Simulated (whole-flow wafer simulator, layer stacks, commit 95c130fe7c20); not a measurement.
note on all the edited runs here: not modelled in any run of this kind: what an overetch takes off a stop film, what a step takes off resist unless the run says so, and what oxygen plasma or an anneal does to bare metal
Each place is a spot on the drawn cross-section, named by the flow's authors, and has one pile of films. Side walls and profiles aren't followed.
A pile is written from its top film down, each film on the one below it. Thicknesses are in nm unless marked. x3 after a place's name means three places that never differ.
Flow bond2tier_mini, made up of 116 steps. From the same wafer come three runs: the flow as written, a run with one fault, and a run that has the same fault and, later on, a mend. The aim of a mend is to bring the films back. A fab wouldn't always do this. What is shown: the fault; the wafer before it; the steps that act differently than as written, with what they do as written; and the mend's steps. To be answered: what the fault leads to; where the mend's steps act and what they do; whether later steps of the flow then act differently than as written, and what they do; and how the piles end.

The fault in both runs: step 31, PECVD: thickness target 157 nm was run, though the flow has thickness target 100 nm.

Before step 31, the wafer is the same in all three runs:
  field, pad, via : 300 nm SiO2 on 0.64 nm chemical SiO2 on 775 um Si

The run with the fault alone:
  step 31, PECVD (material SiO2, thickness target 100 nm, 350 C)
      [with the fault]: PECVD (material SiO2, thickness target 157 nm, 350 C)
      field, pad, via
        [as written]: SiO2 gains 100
        [with the fault]: SiO2 gains 157
  Later steps of the flow that are run all act as written at every place that is followed.
  At field, pad, the piles at the end differ from the flow's by more than 2% or 0.5 nm, whichever is larger.
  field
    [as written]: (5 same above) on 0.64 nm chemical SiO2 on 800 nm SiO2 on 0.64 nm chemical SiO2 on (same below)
    [with the fault]: (5 same above) on 0.64 nm chemical SiO2 on 857 nm SiO2 on 0.64 nm chemical SiO2 on (same below)
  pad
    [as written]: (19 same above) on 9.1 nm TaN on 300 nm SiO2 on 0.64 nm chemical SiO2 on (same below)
    [with the fault]: (19 same above) on 9.1 nm TaN on 357 nm SiO2 on 0.64 nm chemical SiO2 on (same below)

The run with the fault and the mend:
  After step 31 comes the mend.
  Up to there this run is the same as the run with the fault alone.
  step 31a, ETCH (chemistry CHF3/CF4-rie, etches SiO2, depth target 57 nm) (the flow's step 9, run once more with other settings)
      field, pad, via
        SiO2 loses 57
  Later steps of the flow that are run all act as written at every place that is followed.
  By the end, the piles equal the flow's at every place that both follow.
